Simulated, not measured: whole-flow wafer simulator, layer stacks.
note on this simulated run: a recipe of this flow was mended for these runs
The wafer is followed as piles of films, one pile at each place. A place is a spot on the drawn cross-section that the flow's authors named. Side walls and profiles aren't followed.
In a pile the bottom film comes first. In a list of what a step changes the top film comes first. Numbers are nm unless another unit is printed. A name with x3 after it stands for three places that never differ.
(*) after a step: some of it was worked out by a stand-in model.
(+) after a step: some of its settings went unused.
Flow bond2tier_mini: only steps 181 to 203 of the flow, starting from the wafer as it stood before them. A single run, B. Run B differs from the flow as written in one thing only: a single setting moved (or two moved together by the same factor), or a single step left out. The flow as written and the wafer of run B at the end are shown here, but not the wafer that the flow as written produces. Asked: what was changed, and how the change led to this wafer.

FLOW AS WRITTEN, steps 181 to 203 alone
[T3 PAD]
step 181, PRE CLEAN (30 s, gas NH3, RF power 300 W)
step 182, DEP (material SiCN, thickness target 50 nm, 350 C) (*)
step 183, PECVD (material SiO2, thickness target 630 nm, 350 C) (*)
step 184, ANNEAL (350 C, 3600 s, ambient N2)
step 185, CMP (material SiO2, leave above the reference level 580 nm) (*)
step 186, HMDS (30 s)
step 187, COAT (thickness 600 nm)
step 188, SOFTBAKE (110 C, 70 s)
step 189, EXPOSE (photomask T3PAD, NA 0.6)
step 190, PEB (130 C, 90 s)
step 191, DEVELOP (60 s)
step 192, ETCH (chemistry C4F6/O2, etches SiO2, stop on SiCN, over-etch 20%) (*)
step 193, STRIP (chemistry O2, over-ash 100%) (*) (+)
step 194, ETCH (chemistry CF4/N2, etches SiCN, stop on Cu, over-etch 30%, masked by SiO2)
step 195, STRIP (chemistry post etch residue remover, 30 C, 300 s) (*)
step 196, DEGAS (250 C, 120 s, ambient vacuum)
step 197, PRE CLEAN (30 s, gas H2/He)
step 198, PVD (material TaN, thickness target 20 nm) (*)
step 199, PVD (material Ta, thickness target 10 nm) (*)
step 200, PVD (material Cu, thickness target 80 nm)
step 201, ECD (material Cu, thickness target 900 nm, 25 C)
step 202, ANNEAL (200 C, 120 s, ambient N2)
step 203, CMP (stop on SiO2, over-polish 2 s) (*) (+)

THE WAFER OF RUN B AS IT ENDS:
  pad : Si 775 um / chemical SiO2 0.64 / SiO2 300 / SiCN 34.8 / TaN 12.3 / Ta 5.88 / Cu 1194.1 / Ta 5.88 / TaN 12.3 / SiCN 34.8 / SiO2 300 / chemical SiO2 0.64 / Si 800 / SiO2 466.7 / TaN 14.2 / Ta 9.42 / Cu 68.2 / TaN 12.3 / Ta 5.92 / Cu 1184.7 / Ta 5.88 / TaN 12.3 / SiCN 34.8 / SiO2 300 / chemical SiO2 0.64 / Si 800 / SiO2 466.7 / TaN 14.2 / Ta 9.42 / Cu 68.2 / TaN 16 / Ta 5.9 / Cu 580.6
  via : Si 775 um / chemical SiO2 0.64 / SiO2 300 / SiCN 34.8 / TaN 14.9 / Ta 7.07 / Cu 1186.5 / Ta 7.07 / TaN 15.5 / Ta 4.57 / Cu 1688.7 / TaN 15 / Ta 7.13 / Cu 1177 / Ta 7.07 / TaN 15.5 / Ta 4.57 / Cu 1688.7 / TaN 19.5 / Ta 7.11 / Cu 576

The reason: step 198, PVD: thickness target 26 nm was run, while the flow as written has thickness target 20 nm.

Step by step, how the change led to this:
  step 198, PVD (material TaN, thickness target 20 nm) (*)
      field: +26 TaN (new film) (in the flow as written it would be: +20 TaN (new film))
      pad: +16 TaN (new film) (in the flow as written it would be: +12.3 TaN (new film))
      (also at 1 further place)
  step 203, CMP (stop on SiO2, over-polish 2 s) (*) (+)
      field: -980 Cu (all of it), -10 Ta (all of it), -26 TaN (all of it) (in the flow as written it would be: -980 Cu (all of it), -10 Ta (all of it), -20 TaN (all of it))
